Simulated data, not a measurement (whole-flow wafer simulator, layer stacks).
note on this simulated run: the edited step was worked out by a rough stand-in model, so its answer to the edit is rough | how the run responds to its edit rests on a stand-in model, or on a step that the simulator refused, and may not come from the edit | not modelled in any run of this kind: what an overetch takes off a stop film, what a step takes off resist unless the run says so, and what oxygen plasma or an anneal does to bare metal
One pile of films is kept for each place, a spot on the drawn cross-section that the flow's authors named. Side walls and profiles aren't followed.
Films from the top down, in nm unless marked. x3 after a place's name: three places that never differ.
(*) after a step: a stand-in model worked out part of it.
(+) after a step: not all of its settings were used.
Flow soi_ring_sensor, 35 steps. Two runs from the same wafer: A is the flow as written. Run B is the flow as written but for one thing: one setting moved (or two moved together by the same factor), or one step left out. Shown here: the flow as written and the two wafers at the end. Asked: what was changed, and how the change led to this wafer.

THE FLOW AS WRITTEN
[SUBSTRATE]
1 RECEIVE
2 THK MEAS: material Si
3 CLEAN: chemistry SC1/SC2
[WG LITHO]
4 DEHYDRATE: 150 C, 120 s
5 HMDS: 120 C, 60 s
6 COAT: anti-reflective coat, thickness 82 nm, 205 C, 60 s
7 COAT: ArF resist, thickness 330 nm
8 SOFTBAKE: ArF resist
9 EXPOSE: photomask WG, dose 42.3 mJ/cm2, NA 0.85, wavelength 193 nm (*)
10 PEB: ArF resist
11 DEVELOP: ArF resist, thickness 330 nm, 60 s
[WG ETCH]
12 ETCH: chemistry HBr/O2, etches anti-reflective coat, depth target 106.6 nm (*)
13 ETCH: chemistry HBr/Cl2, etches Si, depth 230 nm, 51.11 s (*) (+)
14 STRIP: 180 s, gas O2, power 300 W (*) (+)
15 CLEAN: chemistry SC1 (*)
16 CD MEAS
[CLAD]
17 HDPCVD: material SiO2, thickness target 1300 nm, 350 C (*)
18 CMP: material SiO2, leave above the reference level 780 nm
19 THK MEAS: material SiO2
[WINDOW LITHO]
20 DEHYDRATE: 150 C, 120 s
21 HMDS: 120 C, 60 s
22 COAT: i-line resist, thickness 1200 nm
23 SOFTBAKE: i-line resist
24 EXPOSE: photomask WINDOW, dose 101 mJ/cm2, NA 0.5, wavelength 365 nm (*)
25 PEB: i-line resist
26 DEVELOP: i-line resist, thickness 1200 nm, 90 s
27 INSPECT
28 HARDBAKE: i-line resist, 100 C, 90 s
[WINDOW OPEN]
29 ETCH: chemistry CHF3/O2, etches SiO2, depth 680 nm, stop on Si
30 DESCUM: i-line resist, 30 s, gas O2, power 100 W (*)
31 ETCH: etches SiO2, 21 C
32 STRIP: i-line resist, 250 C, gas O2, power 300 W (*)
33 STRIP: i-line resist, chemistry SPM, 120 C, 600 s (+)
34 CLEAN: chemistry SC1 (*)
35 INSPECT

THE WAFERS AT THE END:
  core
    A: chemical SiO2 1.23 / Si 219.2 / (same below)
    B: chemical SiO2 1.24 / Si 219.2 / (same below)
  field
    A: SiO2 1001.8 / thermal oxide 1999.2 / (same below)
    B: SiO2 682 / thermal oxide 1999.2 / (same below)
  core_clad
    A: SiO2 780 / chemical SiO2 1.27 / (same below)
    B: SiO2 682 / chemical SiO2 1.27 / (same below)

The cause: step 17, HDPCVD: thickness target 682 nm was run, where the flow has thickness target 1300 nm.

How the change led to this, step by step:
  17 HDPCVD: material SiO2, thickness target 1300 nm, 350 C (*)
      core, gap, window, field, core_clad, gap_clad: A SiO2 +1300 (new film) | B SiO2 +682 (new film)
  18 CMP: material SiO2, leave above the reference level 780 nm
      gap, window, field, gap_clad: A SiO2 -298.2 | B nothing
      core, core_clad: A SiO2 -520 | B nothing
  22 COAT: i-line resist, thickness 1200 nm
      core, core_clad: A i-line resist +1200 (new film) | B i-line resist +1008.8 (new film)
      gap, gap_clad: A i-line resist +1200 (new film) | B i-line resist +1232.8 (new film)
  23 SOFTBAKE: i-line resist
      core, core_clad: A nothing | B i-line resist -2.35
      gap, gap_clad: A nothing | B i-line resist -2.89
      (and at 1 more place)
  25 PEB: i-line resist
      core, core_clad: A i-line resist -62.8 | B i-line resist -52.3
      gap, gap_clad: A i-line resist -62.8 | B i-line resist -64.4
  26 DEVELOP: i-line resist, thickness 1200 nm, 90 s
      core: A i-line resist -1137.2 (all of it) | B i-line resist -954.1 (all of it)
      gap: A i-line resist -1137.2 (all of it) | B i-line resist -1165.5 (all of it)
  31 ETCH: etches SiO2, 21 C
      core: A SiO2 -100 (all of it), chemical SiO2 -1.27 (all of it) | B SiO2 -2 (all of it), chemical SiO2 -1.27 (all of it)
  32 STRIP: i-line resist, 250 C, gas O2, power 300 W (*)
      core_clad: A i-line resist -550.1 (all of it) | B i-line resist -367.4 (all of it)
